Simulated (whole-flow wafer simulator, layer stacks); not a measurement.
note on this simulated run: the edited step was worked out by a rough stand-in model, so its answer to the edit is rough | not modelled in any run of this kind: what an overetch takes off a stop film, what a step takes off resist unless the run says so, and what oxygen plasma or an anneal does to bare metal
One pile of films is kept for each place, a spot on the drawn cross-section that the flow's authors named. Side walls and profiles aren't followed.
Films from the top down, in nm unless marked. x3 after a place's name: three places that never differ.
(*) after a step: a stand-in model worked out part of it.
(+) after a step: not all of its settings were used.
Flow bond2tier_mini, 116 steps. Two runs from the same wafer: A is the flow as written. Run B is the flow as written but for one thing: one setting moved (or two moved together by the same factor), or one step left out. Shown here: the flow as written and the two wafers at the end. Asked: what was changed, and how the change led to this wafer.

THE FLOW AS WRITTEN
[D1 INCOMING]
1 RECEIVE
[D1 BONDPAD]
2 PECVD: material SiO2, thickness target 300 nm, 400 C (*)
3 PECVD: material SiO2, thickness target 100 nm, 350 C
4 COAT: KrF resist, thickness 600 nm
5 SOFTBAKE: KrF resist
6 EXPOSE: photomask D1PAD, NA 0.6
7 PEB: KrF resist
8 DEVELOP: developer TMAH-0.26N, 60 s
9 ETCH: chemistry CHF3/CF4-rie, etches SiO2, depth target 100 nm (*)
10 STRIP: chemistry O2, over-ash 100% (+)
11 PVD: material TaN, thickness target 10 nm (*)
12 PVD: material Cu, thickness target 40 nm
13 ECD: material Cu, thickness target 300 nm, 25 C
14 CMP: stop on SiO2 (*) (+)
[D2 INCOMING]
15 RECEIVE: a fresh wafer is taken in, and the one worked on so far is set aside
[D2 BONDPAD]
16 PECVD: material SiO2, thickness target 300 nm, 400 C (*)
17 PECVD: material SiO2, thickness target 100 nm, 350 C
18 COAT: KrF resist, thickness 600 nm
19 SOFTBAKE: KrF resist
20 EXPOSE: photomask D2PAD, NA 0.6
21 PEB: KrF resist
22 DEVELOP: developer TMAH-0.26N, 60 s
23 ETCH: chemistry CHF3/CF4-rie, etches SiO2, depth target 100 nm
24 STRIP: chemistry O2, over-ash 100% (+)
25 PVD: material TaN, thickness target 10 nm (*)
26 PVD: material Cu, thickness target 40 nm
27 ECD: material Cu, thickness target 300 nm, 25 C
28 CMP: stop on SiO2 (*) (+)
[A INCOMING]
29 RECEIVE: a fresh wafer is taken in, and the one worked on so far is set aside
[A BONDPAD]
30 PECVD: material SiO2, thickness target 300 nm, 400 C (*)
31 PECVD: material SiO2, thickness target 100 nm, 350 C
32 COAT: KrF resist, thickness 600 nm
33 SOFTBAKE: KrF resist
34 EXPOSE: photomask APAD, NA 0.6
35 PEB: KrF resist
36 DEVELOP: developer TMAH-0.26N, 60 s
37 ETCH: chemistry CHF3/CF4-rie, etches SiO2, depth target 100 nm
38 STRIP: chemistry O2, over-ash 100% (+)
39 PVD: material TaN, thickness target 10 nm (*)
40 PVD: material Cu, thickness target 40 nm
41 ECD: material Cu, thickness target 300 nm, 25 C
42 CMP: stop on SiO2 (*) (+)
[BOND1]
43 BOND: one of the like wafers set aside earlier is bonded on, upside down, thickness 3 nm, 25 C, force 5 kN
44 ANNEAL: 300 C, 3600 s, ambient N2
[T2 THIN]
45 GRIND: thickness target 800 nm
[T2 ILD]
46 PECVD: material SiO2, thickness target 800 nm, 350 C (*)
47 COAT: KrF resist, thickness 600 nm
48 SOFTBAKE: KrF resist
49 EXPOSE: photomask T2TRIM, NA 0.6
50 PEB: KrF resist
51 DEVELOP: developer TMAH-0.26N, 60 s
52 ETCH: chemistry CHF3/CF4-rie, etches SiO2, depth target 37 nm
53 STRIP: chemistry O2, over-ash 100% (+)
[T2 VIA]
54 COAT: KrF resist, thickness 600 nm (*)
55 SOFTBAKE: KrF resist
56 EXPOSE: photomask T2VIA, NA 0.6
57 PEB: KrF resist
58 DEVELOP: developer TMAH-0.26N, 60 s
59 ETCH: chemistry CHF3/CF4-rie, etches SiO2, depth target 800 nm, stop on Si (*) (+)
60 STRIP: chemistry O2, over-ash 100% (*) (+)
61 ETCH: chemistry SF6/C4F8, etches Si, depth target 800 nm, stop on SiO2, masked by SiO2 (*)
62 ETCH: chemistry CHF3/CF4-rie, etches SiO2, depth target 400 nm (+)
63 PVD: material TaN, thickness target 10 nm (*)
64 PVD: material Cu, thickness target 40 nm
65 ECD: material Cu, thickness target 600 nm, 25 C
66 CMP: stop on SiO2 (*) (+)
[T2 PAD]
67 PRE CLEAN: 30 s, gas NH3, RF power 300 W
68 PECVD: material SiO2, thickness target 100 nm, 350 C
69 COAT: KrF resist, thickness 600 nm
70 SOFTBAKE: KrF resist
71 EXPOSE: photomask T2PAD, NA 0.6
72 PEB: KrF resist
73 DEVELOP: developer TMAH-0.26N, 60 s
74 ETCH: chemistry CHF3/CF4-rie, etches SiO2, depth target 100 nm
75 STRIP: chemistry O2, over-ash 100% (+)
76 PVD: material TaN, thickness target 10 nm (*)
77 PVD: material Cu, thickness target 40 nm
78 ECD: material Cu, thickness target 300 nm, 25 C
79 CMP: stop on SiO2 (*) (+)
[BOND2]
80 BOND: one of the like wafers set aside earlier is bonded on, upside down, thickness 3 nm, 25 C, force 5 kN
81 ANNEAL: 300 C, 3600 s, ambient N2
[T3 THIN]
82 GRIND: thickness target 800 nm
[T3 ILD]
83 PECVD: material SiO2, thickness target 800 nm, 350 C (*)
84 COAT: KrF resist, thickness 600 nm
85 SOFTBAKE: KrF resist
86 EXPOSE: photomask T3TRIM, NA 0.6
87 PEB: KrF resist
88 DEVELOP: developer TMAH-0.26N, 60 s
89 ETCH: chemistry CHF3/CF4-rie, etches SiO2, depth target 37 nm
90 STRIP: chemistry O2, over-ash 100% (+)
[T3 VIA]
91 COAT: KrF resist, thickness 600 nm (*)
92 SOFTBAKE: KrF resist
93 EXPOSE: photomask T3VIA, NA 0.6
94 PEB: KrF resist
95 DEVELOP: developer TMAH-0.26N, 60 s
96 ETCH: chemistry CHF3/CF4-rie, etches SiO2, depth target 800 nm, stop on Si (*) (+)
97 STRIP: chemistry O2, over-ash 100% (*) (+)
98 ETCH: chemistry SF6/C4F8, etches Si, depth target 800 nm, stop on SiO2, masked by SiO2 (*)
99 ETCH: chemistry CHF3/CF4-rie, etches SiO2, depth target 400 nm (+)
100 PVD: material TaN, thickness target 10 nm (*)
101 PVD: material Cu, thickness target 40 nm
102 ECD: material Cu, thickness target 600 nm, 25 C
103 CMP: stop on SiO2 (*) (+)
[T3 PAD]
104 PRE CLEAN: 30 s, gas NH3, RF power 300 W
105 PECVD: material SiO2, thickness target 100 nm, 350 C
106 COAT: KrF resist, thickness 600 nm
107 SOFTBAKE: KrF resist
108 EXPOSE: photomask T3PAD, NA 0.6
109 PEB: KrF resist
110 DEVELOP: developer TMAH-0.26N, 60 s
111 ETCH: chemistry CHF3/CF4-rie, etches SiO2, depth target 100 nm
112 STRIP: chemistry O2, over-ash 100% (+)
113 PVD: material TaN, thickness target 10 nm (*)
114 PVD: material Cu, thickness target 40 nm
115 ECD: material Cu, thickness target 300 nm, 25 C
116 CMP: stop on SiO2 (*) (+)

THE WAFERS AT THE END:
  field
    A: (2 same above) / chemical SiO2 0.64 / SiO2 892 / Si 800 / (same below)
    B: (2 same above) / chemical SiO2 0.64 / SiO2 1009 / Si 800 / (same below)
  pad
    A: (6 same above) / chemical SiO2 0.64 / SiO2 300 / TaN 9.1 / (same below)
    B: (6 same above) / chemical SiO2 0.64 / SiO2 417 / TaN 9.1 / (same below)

The cause: step 16, PECVD: thickness target 417 nm was run, where the flow has thickness target 300 nm.
It can be read off the wafer: pad has SiO2 417, and step 16 as written asks for 300 nm.

How the change led to this, step by step:
  16 PECVD: material SiO2, thickness target 300 nm, 400 C (*)
      field, pad, via: A SiO2 +300 (new film) | B SiO2 +417 (new film)
  80 BOND: one of the like wafers set aside earlier is bonded on, upside down, thickness 3 nm, 25 C, force 5 kN
      field: A Si +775 um (new film), chemical SiO2 +0.64 (new film), SiO2 +400 | B Si +775 um (new film), chemical SiO2 +0.64 (new film), SiO2 +517
      pad: A Si +775 um (new film), chemical SiO2 +0.64 (new film), SiO2 +300 (new film), TaN +9.1 (new film), Cu +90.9 | B Si +775 um (new film), chemical SiO2 +0.64 (new film), SiO2 +417 (new film), TaN +9.1 (new film), Cu +90.9
